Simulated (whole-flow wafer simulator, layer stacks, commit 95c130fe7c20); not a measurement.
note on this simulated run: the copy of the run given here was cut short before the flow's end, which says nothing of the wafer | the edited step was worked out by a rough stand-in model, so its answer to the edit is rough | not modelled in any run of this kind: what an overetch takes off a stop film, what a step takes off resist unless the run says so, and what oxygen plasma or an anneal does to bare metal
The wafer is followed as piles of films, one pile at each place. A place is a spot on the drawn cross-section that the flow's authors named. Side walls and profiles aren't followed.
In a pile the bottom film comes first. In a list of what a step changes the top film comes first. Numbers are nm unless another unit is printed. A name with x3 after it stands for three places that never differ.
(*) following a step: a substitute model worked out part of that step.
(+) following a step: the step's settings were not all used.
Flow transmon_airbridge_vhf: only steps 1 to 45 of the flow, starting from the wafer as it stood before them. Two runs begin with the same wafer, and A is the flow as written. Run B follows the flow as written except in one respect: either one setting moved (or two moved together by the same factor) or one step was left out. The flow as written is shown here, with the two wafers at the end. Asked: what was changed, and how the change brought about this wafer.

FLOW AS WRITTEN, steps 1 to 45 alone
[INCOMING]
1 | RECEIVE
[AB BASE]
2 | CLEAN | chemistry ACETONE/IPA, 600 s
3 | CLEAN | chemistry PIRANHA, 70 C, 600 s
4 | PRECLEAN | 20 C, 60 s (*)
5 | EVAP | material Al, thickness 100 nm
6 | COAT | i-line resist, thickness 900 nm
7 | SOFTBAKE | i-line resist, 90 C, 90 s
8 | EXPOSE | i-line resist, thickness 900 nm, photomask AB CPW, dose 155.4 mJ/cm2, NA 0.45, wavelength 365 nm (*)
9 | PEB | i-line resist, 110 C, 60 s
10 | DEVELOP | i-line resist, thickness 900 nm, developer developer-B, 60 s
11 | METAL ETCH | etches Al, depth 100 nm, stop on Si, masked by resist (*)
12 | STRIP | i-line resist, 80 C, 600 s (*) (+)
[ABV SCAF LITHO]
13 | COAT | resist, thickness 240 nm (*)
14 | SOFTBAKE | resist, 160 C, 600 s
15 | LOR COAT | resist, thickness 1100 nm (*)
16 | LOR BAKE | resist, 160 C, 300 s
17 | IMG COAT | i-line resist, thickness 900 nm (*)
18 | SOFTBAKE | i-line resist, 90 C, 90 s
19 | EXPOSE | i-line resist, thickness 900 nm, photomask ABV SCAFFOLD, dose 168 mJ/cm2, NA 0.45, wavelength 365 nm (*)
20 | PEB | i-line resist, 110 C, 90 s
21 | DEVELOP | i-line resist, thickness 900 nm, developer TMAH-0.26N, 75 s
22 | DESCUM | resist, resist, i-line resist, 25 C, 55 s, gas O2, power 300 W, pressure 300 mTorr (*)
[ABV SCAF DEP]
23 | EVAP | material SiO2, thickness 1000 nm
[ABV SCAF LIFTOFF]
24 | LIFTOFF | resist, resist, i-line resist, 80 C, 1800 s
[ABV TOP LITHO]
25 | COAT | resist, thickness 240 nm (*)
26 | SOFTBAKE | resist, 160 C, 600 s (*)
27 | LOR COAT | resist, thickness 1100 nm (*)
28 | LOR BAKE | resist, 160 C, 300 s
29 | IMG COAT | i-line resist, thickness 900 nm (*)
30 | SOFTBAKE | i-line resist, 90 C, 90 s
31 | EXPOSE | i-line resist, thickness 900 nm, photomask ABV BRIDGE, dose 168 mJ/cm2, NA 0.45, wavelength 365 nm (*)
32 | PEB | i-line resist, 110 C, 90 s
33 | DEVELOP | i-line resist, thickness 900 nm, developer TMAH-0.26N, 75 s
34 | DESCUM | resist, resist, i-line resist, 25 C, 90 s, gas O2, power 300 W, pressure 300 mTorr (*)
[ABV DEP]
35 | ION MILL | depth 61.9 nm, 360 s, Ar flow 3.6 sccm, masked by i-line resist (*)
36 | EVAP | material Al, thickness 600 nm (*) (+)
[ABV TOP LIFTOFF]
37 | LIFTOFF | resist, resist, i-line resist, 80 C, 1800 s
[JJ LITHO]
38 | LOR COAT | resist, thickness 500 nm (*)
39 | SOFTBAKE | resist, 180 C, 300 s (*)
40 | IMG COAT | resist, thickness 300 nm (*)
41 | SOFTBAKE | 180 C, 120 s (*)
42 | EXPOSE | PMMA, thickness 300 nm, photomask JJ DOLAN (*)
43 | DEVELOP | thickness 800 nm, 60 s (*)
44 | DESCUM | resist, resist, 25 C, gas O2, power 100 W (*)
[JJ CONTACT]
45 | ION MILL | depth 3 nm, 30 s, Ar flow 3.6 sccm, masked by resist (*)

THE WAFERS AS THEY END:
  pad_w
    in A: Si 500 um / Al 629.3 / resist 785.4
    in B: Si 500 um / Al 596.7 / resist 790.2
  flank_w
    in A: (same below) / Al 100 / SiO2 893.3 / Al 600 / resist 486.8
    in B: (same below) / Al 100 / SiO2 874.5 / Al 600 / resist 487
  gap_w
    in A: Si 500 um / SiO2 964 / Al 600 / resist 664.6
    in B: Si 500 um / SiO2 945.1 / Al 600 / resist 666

The reason: step 35, ION MILL: depth 94.4 nm was run, whereas the flow has depth 61.9 nm; step 35, ION MILL: 549 s was run, where the flow has 360 s.

The path from the change to this, step by step:
  35 | ION MILL | depth 61.9 nm, 360 s, Ar flow 3.6 sccm, masked by i-line resist (*)
      field x3, jj_line, ground_far, trace_open_s x2, margin_s, margin_n: A -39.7 i-line resist | B -60.6 i-line resist
      flank_w, gap_w, cpw_trace, gap_e, flank_e, bridge_strip: A -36 SiO2 | B -54.9 SiO2
      (and at 2 other places as well)
  37 | LIFTOFF | resist, resist, i-line resist, 80 C, 1800 s
      field x3, jj_line, trace_open_s x2: A -600 Al (all of it), -600 i-line resist (all of it), -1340 resist (all of it) | B -600 Al (all of it), -579.1 i-line resist (all of it), -1340 resist (all of it)
      margin_s, margin_n: A -600 Al (all of it), -318.3 i-line resist (all of it), -992 resist (all of it) | B -600 Al (all of it), -297.4 i-line resist (all of it), -992 resist (all of it)
      (and at 1 other place as well)
